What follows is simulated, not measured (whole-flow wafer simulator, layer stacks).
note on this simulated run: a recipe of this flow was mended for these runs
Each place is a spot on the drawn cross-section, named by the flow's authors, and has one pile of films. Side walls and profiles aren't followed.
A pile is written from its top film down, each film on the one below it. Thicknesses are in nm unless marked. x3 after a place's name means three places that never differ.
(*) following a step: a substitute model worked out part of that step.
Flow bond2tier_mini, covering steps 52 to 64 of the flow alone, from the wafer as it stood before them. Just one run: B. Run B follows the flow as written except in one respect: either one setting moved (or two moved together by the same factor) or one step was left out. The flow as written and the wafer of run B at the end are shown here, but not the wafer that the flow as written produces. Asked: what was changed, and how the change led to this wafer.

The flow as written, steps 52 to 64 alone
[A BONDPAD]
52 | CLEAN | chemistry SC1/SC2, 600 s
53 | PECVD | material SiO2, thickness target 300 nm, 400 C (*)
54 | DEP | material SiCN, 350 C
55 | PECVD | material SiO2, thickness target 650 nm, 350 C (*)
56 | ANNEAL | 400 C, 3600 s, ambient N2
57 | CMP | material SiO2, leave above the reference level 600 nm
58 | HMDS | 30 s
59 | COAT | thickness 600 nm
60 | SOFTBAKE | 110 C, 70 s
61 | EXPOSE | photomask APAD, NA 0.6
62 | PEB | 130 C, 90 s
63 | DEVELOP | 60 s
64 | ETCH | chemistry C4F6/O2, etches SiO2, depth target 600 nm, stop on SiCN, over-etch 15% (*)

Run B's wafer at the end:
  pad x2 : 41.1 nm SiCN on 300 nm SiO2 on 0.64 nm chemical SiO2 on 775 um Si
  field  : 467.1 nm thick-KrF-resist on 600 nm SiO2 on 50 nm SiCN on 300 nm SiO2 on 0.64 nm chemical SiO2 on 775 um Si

The reason: step 64, ETCH: over-etch 8.81% was run, though the flow has over-etch 15%.

The path from the change to this, step by step:
  64 | ETCH | chemistry C4F6/O2, etches SiO2, depth target 600 nm, stop on SiCN, over-etch 15% (*)
      pad x2: -600 SiO2 (all of it), -8.91 SiCN (as written it would have been: -600 SiO2 (all of it), -15.2 SiCN)
      field: -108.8 thick-KrF-resist (as written it would have been: -115 thick-KrF-resist)
